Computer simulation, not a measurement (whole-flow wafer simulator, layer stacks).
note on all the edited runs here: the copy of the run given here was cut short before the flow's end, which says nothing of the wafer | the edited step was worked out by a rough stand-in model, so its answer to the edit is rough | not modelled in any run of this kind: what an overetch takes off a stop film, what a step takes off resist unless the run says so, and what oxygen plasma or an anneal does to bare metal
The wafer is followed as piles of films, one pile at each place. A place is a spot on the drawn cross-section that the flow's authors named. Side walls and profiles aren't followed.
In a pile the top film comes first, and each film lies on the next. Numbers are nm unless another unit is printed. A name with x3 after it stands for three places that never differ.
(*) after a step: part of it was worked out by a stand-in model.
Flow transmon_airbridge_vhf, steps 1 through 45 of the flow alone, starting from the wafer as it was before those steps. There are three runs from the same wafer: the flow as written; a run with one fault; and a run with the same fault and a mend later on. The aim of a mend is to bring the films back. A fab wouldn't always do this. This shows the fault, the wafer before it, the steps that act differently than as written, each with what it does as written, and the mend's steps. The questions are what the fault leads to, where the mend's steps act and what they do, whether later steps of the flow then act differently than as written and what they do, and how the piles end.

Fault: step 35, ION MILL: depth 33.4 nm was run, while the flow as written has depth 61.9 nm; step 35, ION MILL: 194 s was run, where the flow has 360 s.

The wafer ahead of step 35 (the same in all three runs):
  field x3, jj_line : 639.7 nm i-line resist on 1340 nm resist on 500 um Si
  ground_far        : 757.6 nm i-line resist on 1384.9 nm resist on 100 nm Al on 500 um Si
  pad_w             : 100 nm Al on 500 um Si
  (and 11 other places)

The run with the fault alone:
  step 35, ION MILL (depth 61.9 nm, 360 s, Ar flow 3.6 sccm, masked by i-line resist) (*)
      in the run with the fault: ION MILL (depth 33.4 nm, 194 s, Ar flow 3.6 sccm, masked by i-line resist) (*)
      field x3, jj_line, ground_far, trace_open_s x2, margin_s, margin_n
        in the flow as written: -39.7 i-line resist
        in the run with the fault: -21.4 i-line resist
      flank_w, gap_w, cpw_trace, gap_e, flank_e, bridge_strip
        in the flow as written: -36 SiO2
        in the run with the fault: -19.4 SiO2
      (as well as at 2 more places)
  Later steps of the flow acting differently than as written (3 more steps, not shown, differ only slightly: by at most 2% or 0.5 nm, whichever is larger):
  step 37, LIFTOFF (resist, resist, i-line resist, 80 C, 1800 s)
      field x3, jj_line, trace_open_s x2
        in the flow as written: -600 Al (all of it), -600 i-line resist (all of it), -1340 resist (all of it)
        in the run with the fault: -600 Al (all of it), -618.3 i-line resist (all of it), -1340 resist (all of it)
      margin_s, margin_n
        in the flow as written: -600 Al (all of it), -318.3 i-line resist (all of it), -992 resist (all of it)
        in the run with the fault: -600 Al (all of it), -336.6 i-line resist (all of it), -992 resist (all of it)
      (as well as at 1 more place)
  At pad_w, pad_e, the piles at the end differ from the flow's by more than 2% or 0.5 nm, whichever is larger.
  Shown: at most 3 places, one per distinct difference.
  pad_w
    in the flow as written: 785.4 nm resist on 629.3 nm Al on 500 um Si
    in the run with the fault: 780.8 nm resist on 658 nm Al on 500 um Si

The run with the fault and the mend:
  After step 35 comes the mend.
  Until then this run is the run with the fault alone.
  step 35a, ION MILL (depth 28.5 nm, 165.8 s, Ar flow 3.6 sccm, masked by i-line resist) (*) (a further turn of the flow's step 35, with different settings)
      field x3, jj_line, ground_far, trace_open_s x2, margin_s, margin_n
        -18.3 i-line resist
      flank_w, gap_w, cpw_trace, gap_e, flank_e, bridge_strip
        -16.6 SiO2
      pad_w, pad_e
        -28.5 Al
  Every later step of the flow that is run acts as written at every place that is followed.
  At the end the piles are close to the flow's at the places that both follow, differing by at most 2% or 0.5 nm, whichever is larger.
